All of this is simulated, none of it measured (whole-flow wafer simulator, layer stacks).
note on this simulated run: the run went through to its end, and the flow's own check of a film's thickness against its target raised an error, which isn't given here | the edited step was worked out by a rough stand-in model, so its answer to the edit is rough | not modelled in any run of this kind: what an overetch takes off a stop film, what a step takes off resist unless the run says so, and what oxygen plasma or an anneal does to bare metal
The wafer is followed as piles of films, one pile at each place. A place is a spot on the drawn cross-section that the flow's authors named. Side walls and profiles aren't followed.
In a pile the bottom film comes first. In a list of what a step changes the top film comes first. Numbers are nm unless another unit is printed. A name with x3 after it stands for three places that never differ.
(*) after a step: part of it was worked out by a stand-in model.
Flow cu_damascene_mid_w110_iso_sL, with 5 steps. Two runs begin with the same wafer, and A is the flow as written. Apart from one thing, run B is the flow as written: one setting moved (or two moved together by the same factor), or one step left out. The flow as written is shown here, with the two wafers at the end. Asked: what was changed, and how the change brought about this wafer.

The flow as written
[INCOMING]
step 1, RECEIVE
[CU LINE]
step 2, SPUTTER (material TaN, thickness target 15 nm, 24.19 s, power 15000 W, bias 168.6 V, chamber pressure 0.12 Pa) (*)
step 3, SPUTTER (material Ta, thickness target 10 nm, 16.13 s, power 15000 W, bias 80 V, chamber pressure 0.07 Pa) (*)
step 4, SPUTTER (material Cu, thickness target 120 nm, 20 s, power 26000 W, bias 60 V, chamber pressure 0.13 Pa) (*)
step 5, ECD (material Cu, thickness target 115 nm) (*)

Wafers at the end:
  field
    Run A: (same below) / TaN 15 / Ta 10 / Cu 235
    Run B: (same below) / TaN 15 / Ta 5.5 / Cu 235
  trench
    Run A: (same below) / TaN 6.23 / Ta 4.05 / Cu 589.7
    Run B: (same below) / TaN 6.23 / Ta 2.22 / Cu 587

The reason: step 3, SPUTTER: thickness target 5.5 nm was run, while the flow as written has thickness target 10 nm; step 3, SPUTTER: 8.87 s was run, where the flow has 16.13 s.
One can read it off the wafer: field has Ta 5.5, and step 3 as written asks for 10 nm.

How this came from the change, step by step:
  step 3, SPUTTER (material Ta, thickness target 10 nm, 16.13 s, power 15000 W, bias 80 V, chamber pressure 0.07 Pa) (*)
      field: A +10 Ta (new film) | B +5.5 Ta (new film)
      trench: A +4.05 Ta (new film) | B +2.22 Ta (new film)
